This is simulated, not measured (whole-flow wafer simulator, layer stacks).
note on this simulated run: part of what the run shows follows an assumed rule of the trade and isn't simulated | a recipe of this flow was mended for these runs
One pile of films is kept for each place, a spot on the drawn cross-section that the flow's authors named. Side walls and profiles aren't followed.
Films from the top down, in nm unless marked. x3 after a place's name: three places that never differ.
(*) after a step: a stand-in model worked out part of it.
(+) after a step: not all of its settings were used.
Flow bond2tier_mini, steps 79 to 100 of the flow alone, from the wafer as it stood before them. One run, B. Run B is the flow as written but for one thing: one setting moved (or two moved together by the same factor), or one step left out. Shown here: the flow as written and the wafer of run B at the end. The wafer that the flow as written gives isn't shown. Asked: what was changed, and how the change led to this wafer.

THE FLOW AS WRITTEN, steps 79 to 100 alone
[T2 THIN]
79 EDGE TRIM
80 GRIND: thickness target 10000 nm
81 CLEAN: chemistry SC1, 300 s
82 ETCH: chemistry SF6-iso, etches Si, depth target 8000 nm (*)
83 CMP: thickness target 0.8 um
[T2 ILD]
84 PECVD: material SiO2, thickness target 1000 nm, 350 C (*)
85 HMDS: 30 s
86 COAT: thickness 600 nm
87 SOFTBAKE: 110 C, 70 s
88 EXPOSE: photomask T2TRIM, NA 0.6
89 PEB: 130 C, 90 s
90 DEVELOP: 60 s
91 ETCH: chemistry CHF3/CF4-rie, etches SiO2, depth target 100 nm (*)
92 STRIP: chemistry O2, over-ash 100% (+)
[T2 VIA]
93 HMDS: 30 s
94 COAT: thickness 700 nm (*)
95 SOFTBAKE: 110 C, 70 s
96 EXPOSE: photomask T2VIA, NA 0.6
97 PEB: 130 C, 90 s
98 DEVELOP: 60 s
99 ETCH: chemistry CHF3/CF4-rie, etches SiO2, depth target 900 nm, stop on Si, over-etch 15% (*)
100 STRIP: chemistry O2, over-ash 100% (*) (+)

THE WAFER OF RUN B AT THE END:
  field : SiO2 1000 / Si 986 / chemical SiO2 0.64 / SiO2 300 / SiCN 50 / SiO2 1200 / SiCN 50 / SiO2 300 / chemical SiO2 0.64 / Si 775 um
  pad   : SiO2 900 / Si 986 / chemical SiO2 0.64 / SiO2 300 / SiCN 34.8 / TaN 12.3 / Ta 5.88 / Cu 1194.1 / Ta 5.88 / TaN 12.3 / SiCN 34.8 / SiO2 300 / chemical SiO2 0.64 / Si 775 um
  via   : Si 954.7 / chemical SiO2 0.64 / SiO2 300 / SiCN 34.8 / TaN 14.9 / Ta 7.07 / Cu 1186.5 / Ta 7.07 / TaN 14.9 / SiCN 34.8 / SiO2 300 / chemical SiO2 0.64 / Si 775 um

The cause: step 83, CMP: thickness target 0.986 um was run, where the flow has thickness target 0.8 um; step 99, ETCH: depth target 1110 nm was run, where the flow has depth target 900 nm.

How the change led to this, step by step:
  83 CMP: thickness target 0.8 um
      field, pad, via: Si -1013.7 (as written it would be: Si -1199.7)
  99 ETCH: chemistry CHF3/CF4-rie, etches SiO2, depth target 900 nm, stop on Si, over-etch 15% (*)
      field, pad: thick-KrF-resist -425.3 (as written it would be: thick-KrF-resist -345)
      via: SiO2 -900 (all of it), Si -31.3 (as written it would be: SiO2 -900 (all of it), Si -11.2)
  100 STRIP: chemistry O2, over-ash 100% (*) (+)
      field: thick-KrF-resist -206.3 (all of it) (as written it would be: thick-KrF-resist -286.6 (all of it))
      pad: thick-KrF-resist -292.6 (all of it) (as written it would be: thick-KrF-resist -372.9 (all of it))
